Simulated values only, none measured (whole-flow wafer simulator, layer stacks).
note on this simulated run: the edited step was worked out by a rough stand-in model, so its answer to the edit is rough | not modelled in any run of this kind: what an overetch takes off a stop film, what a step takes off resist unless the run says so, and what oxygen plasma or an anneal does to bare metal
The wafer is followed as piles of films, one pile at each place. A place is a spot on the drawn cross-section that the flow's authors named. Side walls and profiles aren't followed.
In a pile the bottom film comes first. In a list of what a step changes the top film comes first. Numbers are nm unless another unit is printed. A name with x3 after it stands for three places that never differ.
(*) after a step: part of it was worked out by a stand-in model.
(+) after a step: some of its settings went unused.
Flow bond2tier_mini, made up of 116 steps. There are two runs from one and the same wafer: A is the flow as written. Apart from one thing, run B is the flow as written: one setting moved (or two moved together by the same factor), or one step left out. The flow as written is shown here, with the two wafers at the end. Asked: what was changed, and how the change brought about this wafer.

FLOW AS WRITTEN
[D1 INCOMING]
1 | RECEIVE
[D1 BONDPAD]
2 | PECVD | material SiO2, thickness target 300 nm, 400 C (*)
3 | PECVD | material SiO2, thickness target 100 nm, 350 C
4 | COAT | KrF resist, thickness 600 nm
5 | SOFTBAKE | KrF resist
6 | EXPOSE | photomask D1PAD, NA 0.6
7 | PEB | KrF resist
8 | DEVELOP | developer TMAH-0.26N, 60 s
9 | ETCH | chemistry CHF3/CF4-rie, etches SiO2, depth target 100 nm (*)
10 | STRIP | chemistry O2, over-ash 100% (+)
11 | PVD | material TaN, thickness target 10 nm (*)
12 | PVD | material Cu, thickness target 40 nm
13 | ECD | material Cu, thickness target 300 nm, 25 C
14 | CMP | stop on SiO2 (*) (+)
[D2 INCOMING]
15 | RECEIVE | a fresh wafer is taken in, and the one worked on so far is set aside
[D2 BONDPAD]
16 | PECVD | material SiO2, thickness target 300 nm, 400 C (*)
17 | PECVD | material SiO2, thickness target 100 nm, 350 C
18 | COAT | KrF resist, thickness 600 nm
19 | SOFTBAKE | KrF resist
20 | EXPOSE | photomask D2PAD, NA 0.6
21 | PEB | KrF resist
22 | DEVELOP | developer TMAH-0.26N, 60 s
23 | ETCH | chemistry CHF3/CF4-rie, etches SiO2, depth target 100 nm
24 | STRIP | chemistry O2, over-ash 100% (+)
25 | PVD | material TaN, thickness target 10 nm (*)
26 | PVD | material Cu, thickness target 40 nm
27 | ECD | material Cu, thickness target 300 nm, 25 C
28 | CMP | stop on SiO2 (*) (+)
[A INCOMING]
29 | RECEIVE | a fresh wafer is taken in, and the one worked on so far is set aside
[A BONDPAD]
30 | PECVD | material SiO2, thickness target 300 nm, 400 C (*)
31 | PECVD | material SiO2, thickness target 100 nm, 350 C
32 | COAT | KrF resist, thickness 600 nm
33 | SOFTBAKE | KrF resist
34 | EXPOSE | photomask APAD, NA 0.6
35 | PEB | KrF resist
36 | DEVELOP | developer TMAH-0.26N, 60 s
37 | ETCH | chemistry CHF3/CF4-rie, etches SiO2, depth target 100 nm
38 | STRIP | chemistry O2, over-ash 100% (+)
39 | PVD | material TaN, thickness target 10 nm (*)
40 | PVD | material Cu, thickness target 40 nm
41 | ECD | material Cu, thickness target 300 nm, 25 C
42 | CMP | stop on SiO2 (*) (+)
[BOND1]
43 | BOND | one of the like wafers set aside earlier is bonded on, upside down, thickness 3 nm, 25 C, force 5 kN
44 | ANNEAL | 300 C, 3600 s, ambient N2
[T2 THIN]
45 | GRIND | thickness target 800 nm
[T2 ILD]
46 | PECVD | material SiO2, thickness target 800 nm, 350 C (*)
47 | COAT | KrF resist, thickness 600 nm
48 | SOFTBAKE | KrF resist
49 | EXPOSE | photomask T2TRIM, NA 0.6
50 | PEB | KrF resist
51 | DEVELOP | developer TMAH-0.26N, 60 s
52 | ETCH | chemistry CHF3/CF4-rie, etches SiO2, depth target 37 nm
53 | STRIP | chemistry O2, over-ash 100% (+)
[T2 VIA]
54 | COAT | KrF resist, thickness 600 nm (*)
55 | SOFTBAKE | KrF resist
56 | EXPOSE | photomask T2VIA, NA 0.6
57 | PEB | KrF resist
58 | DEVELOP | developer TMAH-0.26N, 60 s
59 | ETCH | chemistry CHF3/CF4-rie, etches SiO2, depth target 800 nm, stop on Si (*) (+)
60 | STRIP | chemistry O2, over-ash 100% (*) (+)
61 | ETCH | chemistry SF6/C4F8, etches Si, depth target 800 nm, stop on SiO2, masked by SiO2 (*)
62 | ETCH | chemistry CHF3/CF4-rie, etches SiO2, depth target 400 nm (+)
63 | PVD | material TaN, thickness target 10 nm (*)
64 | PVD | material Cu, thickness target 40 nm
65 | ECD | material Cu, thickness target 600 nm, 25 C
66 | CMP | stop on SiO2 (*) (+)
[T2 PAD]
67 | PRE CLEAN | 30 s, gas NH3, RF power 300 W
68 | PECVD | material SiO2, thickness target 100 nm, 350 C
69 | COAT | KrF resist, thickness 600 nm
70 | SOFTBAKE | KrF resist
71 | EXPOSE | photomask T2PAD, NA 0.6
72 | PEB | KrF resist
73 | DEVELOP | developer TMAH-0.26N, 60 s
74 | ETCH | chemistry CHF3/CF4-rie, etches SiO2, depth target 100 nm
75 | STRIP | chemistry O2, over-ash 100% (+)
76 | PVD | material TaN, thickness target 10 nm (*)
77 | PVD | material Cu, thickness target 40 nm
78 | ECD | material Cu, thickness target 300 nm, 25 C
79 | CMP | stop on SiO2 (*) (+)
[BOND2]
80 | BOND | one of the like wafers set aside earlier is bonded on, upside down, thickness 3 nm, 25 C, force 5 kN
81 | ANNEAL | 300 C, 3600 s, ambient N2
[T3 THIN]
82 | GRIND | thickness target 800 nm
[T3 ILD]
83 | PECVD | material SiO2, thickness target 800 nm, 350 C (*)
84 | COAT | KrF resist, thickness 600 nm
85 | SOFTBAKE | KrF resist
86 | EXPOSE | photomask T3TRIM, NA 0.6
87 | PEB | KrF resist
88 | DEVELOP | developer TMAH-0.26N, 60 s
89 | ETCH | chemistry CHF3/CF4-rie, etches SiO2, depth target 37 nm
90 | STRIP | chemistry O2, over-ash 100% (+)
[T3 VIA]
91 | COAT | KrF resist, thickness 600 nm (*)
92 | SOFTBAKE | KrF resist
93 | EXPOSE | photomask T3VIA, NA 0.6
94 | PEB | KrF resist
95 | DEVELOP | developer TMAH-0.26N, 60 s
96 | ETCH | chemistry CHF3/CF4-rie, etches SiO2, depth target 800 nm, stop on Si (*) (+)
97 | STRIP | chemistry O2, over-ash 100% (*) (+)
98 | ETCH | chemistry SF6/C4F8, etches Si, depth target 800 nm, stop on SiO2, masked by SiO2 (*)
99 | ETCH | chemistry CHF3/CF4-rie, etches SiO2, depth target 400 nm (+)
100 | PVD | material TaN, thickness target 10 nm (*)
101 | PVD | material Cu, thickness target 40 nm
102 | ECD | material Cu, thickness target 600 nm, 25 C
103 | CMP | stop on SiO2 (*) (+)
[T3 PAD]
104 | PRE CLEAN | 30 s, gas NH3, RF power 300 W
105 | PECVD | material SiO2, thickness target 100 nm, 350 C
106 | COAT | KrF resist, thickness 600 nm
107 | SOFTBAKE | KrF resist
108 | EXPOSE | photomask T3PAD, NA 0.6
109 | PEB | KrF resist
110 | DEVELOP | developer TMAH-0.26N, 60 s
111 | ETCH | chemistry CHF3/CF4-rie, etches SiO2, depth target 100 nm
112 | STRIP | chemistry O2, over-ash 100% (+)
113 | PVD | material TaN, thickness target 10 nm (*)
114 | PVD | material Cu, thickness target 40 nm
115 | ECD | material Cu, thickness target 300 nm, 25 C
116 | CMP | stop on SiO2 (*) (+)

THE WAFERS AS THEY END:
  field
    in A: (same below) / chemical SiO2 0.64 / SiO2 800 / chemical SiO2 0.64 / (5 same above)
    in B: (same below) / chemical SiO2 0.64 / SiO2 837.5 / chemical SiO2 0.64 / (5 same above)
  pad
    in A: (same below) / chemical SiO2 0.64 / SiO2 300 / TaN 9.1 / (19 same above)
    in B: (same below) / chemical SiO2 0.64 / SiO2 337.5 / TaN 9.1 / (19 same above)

The reason: step 30, PECVD: thickness target 337.5 nm was run, whereas the flow has thickness target 300 nm.
The wafer itself shows it: pad has SiO2 337.5, and step 30 as written asks for 300 nm.

The path from the change to this, step by step:
  30 | PECVD | material SiO2, thickness target 300 nm, 400 C (*)
      field, pad, via: A SiO2 gains 300 (new film) | B SiO2 gains 337.5 (new film)
